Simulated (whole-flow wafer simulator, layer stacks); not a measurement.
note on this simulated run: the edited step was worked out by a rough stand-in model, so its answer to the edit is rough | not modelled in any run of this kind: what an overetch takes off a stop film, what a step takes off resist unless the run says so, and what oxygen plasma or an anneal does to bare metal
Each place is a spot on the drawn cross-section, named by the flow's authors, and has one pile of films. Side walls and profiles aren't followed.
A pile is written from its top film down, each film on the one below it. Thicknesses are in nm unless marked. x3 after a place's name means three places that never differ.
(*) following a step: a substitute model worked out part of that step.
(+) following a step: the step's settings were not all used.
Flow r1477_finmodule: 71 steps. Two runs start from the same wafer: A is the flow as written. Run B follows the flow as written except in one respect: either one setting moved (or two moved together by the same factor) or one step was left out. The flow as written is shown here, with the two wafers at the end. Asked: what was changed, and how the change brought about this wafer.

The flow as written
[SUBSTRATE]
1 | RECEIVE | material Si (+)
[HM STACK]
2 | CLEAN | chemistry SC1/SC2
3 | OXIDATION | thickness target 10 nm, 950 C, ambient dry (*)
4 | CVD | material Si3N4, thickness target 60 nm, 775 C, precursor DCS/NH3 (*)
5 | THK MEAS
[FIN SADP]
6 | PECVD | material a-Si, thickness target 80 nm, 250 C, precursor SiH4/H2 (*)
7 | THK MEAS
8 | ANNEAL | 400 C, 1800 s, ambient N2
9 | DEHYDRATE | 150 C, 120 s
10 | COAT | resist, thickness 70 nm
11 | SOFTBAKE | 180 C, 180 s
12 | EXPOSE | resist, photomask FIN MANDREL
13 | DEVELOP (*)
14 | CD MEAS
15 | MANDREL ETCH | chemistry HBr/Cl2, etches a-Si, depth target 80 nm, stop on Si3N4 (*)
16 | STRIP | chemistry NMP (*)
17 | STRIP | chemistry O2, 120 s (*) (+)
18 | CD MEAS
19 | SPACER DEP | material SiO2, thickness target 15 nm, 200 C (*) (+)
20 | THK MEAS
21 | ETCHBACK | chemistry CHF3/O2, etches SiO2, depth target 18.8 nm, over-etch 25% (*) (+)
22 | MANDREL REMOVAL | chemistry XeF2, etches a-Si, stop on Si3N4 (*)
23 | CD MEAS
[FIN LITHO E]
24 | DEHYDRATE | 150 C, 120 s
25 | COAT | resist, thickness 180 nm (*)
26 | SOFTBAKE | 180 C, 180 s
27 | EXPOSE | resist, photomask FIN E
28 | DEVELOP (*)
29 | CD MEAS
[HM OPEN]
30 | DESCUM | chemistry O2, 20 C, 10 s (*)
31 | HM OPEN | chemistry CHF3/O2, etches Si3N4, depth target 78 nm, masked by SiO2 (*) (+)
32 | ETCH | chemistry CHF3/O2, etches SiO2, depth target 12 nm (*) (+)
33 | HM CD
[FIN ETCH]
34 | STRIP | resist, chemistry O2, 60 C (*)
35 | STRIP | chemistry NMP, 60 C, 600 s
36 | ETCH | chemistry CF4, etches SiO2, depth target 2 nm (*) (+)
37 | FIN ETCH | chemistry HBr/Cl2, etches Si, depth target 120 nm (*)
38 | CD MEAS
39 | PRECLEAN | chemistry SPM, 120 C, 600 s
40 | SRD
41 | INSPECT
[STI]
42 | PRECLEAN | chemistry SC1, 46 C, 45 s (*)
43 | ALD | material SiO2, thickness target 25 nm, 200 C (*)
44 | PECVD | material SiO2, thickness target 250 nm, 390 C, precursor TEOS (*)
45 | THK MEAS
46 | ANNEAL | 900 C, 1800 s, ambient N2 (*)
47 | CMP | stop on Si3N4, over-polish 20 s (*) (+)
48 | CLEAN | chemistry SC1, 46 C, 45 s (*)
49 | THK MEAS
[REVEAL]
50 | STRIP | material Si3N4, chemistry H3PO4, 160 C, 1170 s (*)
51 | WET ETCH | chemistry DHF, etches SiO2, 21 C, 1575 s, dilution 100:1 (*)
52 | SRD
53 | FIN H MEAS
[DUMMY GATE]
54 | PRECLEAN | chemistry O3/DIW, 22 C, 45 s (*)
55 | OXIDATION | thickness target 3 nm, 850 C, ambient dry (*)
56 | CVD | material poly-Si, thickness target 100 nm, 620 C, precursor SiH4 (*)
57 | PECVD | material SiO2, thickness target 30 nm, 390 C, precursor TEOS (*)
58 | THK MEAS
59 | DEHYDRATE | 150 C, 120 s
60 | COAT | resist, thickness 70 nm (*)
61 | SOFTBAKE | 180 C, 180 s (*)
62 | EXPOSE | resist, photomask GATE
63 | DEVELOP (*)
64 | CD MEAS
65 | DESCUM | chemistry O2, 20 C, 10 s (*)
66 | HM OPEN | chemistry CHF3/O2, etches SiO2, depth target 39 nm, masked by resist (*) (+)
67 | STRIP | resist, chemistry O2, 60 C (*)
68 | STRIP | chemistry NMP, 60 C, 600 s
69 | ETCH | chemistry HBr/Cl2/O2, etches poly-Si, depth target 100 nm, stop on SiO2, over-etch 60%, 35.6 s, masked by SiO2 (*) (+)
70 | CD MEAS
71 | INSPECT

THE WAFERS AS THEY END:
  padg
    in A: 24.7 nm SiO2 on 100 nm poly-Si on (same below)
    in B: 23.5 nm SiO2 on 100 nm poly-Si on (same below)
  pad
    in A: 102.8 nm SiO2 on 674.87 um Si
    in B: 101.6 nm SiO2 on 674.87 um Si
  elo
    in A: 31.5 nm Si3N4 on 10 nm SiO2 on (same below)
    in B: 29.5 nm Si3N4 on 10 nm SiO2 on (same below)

Cause: step 69, ETCH: depth target 122.5 nm was run, though the flow has depth target 100 nm; step 69, ETCH: 43.6 s was run, where the flow has 35.6 s.

Step by step, how the change led to this:
  69 | ETCH | chemistry HBr/Cl2/O2, etches poly-Si, depth target 100 nm, stop on SiO2, over-etch 60%, 35.6 s, masked by SiO2 (*) (+)
      padg, elg, esg and 15 more: A -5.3 SiO2 | B -6.49 SiO2
      pad, eso, e40so and 8 more: A -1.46 chemical SiO2 (all of it), -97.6 poly-Si (all of it), -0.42 SiO2 | B -1.46 chemical SiO2 (all of it), -97.6 poly-Si (all of it), -1.61 SiO2
      (as well as at 7 more places)
